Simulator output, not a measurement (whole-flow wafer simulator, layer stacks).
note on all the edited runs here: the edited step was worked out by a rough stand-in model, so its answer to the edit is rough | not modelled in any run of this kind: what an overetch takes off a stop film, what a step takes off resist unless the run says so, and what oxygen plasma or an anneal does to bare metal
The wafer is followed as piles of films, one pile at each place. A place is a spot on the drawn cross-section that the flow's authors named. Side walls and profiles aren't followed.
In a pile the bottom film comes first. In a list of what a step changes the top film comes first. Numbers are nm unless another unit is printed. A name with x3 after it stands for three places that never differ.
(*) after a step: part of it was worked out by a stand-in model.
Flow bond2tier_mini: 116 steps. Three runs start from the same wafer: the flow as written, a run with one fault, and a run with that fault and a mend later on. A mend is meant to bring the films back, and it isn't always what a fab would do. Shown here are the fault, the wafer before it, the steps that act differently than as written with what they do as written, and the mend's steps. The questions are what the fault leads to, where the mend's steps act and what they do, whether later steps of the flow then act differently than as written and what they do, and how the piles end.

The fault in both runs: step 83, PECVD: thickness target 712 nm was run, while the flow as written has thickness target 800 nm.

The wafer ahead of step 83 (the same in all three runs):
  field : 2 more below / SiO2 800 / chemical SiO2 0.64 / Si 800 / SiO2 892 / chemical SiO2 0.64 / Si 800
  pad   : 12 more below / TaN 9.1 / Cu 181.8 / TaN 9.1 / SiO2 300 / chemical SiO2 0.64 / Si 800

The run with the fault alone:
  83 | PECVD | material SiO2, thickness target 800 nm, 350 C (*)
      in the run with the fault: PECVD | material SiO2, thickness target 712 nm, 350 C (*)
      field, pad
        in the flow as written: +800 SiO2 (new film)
        in the run with the fault: +712 SiO2 (new film)
  Every later step of the flow that is run acts as written at every place that is followed.
  The piles end different from the flow's at field, pad by more than 2% or 0.5 nm, whichever is larger.
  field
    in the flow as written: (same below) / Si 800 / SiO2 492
    in the run with the fault: (same below) / Si 800 / SiO2 404
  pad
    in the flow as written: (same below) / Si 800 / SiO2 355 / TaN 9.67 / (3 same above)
    in the run with the fault: (same below) / Si 800 / SiO2 267 / TaN 9.67 / (3 same above)

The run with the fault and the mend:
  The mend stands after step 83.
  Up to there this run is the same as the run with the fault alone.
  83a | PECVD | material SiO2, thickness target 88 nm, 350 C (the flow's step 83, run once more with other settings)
      field, pad
        +88 SiO2
  Every later step of the flow that is run acts as written at every place that is followed.
  By the end, the piles equal the flow's at every place that both follow.
